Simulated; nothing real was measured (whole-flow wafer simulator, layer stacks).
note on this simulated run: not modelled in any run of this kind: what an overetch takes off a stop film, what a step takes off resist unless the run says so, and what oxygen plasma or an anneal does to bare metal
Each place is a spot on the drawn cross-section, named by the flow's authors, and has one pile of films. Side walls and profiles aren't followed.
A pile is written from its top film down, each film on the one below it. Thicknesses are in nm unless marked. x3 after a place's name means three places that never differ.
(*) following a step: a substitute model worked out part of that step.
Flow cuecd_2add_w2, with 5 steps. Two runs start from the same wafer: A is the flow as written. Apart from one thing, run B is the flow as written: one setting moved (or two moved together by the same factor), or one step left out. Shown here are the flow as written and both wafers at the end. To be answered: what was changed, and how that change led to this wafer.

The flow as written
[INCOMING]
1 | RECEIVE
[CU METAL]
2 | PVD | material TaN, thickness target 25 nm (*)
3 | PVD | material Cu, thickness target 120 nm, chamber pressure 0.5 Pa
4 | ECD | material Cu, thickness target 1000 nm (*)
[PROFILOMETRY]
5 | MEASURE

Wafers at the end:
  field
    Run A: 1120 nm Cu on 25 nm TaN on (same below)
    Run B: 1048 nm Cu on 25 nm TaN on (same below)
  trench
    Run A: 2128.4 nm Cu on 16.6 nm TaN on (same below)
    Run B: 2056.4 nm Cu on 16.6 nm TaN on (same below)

The reason: step 3, PVD: thickness target 48 nm was run, while the flow as written has thickness target 120 nm.

Step by step, how the change led to this:
  3 | PVD | material Cu, thickness target 120 nm, chamber pressure 0.5 Pa
      field: A Cu gains 120 (new film) | B Cu gains 48 (new film)
      trench: A Cu gains 80.8 (new film) | B Cu gains 32.5 (new film)
